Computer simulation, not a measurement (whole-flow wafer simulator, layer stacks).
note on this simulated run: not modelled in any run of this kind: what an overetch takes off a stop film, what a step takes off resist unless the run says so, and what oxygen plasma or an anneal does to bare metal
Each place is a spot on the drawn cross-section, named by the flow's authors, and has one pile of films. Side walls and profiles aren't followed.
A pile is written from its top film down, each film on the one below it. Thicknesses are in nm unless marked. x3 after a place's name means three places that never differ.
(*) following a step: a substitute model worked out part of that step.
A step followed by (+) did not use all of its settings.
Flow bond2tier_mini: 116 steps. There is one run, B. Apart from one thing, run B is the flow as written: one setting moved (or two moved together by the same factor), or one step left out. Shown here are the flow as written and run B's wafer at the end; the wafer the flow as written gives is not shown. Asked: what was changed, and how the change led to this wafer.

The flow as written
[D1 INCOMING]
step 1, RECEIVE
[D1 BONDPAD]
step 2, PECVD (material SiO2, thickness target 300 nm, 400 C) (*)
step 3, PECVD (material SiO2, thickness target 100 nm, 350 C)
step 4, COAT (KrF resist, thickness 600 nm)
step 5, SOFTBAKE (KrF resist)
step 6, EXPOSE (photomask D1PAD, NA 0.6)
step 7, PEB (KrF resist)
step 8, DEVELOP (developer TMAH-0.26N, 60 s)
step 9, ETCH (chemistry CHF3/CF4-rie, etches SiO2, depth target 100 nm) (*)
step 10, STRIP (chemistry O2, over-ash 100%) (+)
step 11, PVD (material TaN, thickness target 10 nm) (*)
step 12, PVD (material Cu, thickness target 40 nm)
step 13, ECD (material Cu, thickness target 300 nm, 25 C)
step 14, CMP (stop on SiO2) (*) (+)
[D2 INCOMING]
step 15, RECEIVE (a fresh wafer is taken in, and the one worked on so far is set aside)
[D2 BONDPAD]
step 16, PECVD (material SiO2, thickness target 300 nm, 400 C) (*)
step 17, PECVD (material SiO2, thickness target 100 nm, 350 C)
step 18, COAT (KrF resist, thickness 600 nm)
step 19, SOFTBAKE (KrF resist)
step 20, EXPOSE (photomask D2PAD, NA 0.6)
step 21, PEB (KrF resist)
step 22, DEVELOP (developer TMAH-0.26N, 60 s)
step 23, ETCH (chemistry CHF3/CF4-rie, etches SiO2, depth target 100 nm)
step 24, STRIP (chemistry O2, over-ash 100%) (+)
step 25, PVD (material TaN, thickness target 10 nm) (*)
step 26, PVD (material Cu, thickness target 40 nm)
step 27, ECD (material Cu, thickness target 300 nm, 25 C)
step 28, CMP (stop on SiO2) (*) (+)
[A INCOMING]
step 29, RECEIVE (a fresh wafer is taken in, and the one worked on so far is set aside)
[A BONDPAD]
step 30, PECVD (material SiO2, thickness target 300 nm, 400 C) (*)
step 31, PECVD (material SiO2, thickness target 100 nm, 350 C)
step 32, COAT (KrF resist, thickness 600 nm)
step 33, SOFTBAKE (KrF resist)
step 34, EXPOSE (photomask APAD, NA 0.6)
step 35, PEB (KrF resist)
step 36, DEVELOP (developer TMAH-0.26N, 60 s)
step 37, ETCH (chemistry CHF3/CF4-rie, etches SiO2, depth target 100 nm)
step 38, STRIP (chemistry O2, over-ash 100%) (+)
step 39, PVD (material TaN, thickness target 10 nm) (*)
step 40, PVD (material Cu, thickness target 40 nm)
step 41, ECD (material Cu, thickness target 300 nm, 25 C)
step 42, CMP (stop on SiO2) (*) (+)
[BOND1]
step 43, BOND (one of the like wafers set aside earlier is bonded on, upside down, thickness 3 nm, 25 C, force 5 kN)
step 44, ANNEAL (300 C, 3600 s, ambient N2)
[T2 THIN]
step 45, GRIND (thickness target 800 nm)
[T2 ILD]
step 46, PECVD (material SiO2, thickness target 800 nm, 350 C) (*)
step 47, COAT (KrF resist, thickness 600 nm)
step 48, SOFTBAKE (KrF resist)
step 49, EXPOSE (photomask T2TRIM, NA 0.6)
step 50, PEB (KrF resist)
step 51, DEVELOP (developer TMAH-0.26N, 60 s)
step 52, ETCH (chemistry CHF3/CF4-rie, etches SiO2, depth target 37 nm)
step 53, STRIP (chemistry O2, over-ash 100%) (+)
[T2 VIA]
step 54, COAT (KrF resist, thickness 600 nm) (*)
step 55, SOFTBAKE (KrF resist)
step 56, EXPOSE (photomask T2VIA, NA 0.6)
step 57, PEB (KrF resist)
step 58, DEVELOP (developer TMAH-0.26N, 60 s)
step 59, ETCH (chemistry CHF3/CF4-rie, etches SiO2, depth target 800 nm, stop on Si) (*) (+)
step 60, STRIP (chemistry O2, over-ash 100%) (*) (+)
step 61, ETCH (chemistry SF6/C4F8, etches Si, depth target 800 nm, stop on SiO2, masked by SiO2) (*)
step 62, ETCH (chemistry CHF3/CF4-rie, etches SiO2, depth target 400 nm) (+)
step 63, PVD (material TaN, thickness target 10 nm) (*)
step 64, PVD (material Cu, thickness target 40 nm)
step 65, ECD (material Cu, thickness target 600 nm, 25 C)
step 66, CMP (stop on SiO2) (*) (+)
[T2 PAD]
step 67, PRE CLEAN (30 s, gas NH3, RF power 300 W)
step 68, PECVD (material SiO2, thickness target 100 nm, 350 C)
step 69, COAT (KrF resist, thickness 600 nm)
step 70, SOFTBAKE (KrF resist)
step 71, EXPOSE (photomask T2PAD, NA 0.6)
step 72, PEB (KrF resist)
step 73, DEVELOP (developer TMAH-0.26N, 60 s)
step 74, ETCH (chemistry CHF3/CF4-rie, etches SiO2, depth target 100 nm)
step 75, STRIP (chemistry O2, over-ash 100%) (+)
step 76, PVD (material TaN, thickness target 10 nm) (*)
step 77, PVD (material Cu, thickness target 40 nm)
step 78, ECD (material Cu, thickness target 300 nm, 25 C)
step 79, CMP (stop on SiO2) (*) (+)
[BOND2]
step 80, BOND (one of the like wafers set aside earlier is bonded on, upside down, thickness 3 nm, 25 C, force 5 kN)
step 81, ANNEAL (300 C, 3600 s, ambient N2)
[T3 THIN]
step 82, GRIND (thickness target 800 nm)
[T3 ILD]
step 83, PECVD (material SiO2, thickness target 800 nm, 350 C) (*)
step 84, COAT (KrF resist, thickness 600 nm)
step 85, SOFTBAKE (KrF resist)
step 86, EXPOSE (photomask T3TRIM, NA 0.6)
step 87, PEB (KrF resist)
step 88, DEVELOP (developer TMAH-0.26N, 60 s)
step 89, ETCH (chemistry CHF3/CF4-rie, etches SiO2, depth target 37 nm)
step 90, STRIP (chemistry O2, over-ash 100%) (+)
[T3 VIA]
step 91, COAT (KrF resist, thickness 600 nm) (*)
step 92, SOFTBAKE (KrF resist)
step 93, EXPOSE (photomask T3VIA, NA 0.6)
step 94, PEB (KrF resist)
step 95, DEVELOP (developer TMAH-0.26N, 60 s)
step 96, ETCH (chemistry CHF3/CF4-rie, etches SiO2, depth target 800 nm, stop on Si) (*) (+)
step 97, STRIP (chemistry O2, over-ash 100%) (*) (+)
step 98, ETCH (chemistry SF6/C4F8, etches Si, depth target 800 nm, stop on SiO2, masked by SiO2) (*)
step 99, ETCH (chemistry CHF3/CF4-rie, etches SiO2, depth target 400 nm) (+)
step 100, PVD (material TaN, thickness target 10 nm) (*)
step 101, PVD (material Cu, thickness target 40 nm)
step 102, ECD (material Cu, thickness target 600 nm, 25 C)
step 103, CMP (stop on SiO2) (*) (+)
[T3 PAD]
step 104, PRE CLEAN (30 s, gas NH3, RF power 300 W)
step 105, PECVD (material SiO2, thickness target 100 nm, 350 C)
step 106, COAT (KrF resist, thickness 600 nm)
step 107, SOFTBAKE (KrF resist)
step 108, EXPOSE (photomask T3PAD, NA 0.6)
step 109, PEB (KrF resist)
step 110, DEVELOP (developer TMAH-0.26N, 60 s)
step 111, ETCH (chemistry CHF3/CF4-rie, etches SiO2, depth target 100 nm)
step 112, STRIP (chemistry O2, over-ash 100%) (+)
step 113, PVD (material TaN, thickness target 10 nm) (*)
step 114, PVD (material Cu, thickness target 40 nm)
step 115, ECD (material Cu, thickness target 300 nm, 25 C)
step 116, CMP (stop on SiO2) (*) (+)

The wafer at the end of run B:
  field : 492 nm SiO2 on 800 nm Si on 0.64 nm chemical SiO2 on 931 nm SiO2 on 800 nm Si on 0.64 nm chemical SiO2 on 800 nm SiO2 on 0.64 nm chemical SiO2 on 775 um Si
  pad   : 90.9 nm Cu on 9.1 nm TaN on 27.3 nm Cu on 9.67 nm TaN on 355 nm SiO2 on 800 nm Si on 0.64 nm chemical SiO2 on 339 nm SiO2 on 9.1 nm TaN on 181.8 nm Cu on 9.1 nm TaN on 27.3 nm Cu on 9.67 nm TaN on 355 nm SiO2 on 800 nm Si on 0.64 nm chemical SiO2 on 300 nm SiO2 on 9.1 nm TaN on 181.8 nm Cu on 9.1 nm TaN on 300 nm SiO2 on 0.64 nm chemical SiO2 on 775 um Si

Cause: step 17, PECVD: thickness target 139 nm was run, whereas the flow has thickness target 100 nm.

The path from the change to this, step by step:
  step 17, PECVD (material SiO2, thickness target 100 nm, 350 C)
      field, pad, via: SiO2 gains 139 (as written it would have been: SiO2 gains 100)
  step 80, BOND (one of the like wafers set aside earlier is bonded on, upside down, thickness 3 nm, 25 C, force 5 kN)
      field: Si gains 775 um (new film), chemical SiO2 gains 0.64 (new film), SiO2 gains 439 (as written it would have been: Si gains 775 um (new film), chemical SiO2 gains 0.64 (new film), SiO2 gains 400)
      pad: Si gains 775 um (new film), chemical SiO2 gains 0.64 (new film), SiO2 gains 339 (new film), TaN gains 9.1 (new film), Cu gains 90.9 (as written it would have been: Si gains 775 um (new film), chemical SiO2 gains 0.64 (new film), SiO2 gains 300 (new film), TaN gains 9.1 (new film), Cu gains 90.9)
